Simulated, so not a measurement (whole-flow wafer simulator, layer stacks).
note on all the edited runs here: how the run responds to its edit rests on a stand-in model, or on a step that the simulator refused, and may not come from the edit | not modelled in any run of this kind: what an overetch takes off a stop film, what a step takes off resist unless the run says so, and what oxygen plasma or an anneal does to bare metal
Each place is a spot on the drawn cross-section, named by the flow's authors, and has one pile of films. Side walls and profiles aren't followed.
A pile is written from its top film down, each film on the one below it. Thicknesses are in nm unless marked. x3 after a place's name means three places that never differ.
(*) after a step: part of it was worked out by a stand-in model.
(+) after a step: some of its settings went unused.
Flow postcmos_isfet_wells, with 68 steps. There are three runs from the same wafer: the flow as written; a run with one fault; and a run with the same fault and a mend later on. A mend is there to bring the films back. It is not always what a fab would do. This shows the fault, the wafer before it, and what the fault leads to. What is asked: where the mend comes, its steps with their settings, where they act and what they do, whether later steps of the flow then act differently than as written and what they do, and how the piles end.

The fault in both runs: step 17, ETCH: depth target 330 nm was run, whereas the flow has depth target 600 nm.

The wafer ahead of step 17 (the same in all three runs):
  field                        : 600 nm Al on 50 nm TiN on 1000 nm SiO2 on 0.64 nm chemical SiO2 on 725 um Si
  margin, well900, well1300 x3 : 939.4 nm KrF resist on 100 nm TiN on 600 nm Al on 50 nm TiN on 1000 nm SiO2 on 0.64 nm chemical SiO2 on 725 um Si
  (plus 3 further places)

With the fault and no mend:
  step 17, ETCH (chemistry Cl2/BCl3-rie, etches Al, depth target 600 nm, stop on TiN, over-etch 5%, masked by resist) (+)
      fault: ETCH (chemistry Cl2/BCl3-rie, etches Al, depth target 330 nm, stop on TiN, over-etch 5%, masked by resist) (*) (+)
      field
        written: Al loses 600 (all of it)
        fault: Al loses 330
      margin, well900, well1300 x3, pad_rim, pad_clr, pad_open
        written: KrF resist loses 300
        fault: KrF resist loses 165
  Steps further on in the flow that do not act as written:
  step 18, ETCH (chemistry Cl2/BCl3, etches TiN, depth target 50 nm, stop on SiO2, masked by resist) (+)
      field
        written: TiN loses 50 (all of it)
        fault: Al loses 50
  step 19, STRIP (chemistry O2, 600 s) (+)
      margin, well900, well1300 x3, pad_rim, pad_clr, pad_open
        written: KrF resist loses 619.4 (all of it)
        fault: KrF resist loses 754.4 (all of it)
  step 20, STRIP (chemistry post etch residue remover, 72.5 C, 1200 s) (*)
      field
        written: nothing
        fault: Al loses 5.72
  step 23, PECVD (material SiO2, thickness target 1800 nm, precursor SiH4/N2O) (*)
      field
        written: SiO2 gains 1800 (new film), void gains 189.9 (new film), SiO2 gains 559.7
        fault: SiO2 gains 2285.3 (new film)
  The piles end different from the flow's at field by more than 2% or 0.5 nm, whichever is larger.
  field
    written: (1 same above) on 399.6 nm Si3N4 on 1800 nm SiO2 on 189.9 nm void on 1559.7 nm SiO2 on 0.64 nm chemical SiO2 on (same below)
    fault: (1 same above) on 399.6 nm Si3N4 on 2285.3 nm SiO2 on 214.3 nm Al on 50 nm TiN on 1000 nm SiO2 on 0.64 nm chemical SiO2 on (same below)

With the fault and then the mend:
  After step 17 comes the mend.
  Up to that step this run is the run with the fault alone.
  step 17a, ETCH (chemistry Cl2/BCl3-rie, etches Al, depth target 270 nm, stop on TiN, over-etch 5%, masked by resist) (the flow's step 17 again, with other settings)
      margin, well900, well1300 x3, pad_rim, pad_clr, pad_open
        KrF resist loses 135
      field
        Al loses 270 (all of it)
  Later steps of the flow that are run all act as written at every place that is followed.
  At every place that both follow, the piles at the end match the flow's.
